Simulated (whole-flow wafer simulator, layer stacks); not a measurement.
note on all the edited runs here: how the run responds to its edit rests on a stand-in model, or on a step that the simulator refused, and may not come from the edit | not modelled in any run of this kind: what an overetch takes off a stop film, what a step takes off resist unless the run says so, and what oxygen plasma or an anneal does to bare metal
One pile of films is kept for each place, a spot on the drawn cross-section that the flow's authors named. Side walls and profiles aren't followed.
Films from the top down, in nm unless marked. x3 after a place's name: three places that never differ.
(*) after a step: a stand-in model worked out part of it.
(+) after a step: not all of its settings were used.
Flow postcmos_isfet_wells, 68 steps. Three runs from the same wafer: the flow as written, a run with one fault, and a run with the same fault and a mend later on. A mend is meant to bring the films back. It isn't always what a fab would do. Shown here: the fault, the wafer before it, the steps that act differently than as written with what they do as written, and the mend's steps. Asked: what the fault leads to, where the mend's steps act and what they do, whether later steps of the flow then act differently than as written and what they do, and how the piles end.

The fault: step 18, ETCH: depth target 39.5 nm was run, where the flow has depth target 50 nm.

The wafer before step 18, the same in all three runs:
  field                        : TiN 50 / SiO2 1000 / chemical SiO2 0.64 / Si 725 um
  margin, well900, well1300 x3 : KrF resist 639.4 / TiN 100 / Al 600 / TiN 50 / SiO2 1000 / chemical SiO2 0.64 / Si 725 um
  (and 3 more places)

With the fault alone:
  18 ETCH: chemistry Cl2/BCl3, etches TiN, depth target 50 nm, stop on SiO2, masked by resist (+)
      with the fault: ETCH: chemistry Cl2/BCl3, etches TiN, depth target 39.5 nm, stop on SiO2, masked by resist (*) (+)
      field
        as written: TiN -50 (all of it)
        with the fault: TiN -39.5
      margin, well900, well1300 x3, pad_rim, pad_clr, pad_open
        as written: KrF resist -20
        with the fault: KrF resist -15.8
  Later steps of the flow that act differently than as written (2 more steps differ only slightly, by at most 2% or 0.5 nm, whichever is larger, and aren't shown):
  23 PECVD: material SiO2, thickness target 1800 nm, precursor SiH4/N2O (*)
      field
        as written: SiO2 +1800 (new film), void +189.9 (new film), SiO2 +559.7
        with the fault: SiO2 +1800 (new film), void +182.3 (new film), SiO2 +557.2 (new film)
  At the end the piles differ from the flow's by more than 2% or 0.5 nm, whichever is larger, at field.
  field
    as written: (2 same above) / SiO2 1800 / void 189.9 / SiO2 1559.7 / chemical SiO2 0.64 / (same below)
    with the fault: (2 same above) / SiO2 1800 / void 182.3 / SiO2 557.2 / TiN 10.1 / SiO2 1000 / chemical SiO2 0.64 / (same below)

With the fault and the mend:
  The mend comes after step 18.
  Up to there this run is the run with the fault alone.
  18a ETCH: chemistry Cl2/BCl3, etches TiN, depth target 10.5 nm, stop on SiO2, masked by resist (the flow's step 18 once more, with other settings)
      margin, well900, well1300 x3, pad_rim, pad_clr, pad_open
        KrF resist -4.2
      field
        TiN -10.5 (all of it)
  No later step of the flow acts differently than as written at any place that is followed.
  At the end the piles are the same as the flow's at every place that both follow.
